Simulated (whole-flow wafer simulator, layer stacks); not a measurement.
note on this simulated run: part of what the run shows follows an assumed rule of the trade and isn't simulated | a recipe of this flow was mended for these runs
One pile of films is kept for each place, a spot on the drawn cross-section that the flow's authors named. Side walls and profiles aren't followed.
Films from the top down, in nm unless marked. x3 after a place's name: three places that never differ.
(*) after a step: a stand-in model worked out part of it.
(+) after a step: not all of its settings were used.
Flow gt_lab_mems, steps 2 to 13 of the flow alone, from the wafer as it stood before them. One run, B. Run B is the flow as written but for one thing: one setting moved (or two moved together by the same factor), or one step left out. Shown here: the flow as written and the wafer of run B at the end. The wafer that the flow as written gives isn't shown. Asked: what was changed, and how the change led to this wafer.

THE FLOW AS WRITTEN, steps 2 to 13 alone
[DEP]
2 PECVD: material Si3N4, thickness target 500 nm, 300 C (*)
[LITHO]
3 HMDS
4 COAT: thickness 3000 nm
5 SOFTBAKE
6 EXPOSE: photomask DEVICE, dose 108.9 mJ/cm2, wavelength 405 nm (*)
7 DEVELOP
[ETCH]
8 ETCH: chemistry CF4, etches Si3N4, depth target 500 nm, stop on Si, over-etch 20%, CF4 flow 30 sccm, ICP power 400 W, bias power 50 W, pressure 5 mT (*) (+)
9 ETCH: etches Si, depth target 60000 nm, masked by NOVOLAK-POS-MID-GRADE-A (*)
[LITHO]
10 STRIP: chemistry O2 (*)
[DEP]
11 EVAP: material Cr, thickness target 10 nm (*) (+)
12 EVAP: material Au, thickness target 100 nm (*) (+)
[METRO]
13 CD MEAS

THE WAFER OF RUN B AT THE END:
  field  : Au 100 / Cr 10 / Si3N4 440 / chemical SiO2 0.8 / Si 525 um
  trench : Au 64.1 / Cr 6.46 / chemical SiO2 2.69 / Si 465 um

The cause: step 2, PECVD: thickness target 440 nm was run, where the flow has thickness target 500 nm; step 8, ETCH: depth target 440 nm was run, where the flow has depth target 500 nm.
It can be read off the wafer: field has Si3N4 440, and step 2 as written asks for 500 nm.

How the change led to this, step by step:
  2 PECVD: material Si3N4, thickness target 500 nm, 300 C (*)
      field, trench: Si3N4 +440 (new film) (as written it would be: Si3N4 +500 (new film))
  8 ETCH: chemistry CF4, etches Si3N4, depth target 500 nm, stop on Si, over-etch 20%, CF4 flow 30 sccm, ICP power 400 W, bias power 50 W, pressure 5 mT (*) (+)
      field: g/i-line-resist -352 (as written it would be: g/i-line-resist -400)
      trench: Si3N4 -440 (all of it), chemical SiO2 -0.8 (all of it), Si -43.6 (as written it would be: Si3N4 -500 (all of it), chemical SiO2 -0.8 (all of it), Si -49.6)
  10 STRIP: chemistry O2 (*)
      field: g/i-line-resist -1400 (all of it) (as written it would be: g/i-line-resist -1352 (all of it))
